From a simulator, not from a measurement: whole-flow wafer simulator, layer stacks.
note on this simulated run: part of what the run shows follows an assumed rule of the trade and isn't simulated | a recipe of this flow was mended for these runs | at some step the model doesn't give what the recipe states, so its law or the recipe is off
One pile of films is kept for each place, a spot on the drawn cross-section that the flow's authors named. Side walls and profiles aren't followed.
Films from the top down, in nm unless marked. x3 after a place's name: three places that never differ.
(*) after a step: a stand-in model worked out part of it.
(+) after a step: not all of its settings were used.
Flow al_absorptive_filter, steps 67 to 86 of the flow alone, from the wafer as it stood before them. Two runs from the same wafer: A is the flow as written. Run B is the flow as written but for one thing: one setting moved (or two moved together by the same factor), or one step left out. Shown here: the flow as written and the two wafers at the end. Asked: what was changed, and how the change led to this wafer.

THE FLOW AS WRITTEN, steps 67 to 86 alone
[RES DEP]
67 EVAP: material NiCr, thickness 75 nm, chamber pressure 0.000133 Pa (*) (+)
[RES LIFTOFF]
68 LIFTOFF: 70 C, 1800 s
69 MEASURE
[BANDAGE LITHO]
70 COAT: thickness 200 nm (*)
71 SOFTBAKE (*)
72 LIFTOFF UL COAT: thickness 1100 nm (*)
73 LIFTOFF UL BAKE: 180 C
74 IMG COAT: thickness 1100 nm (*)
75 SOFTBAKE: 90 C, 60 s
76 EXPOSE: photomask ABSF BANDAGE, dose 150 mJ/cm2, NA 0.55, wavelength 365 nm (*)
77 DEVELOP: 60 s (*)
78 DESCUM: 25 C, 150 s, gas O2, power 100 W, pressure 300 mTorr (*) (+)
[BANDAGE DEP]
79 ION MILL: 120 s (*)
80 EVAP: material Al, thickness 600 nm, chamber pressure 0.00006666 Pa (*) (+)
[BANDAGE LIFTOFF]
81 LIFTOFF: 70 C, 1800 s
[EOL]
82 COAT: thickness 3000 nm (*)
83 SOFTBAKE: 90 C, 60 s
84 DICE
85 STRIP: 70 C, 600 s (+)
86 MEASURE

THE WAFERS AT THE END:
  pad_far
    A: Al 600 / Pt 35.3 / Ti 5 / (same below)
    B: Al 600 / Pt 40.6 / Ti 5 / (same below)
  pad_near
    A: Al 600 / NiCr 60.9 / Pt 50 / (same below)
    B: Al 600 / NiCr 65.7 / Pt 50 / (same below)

The cause: step 79, ION MILL: 77 s was run, where the flow has 120 s.

How the change led to this, step by step:
  79 ION MILL: 120 s (*)
      gnd, ledge, res and 9 more: A i-line-resist -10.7 | B i-line-resist -6.84
      pad_far: A Pt -14.7 | B Pt -9.41
      (and at 1 more place)
